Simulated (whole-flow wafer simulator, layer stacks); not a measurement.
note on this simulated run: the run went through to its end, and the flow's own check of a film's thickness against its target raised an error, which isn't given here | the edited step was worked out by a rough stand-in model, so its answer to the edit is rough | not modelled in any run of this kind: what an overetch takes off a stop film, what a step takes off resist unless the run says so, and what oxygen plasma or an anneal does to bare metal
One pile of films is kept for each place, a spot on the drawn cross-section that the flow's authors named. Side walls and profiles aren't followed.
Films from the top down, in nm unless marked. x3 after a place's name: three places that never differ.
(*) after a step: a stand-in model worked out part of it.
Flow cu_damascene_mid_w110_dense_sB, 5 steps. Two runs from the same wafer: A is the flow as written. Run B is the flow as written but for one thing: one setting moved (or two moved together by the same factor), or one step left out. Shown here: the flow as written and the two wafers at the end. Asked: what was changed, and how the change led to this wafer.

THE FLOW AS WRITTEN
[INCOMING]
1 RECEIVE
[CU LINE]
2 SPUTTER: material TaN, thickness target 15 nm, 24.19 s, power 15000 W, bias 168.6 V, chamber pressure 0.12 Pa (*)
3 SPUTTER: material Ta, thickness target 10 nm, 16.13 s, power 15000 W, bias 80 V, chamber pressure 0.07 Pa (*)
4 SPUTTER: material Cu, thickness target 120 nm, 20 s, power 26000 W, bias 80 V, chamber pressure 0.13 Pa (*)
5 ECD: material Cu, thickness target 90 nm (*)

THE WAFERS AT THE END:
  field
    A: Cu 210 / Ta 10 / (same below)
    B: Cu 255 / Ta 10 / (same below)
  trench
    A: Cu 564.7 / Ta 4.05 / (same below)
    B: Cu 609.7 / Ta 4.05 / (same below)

The cause: step 5, ECD: thickness target 135 nm was run, where the flow has thickness target 90 nm.

How the change led to this, step by step:
  5 ECD: material Cu, thickness target 90 nm (*)
      field: A Cu +90 | B Cu +135
      trench: A Cu +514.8 | B Cu +559.8
